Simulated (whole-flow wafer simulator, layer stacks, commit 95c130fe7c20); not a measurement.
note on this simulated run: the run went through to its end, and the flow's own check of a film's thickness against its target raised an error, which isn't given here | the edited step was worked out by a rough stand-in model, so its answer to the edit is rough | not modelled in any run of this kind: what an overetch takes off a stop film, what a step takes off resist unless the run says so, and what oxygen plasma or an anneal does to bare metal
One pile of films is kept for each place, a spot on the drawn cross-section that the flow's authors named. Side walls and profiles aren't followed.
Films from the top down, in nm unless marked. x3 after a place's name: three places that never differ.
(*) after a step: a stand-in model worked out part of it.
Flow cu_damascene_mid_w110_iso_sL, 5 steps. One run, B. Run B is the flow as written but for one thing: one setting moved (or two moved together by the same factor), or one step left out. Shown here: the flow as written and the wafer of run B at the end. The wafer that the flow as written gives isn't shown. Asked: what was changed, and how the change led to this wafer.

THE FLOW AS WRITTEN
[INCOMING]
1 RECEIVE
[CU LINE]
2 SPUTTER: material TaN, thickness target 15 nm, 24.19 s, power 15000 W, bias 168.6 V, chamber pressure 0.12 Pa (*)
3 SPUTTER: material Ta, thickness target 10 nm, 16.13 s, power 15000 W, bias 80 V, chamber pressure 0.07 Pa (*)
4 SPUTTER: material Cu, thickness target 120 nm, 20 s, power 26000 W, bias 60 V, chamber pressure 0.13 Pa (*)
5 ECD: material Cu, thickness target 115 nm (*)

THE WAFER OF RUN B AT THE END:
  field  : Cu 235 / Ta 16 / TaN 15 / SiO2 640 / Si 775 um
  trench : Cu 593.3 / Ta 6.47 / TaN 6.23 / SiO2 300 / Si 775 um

The cause: step 3, SPUTTER: 25.81 s was run, where the flow has 16.13 s.

How the change led to this, step by step:
  3 SPUTTER: material Ta, thickness target 10 nm, 16.13 s, power 15000 W, bias 80 V, chamber pressure 0.07 Pa (*)
      field: Ta +16 (new film) (as written it would be: Ta +10 (new film))
      trench: Ta +6.47 (new film) (as written it would be: Ta +4.05 (new film))
  4 SPUTTER: material Cu, thickness target 120 nm, 20 s, power 26000 W, bias 60 V, chamber pressure 0.13 Pa (*)
      trench: Cu +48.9 (new film) (as written it would be: Cu +49.9 (new film))
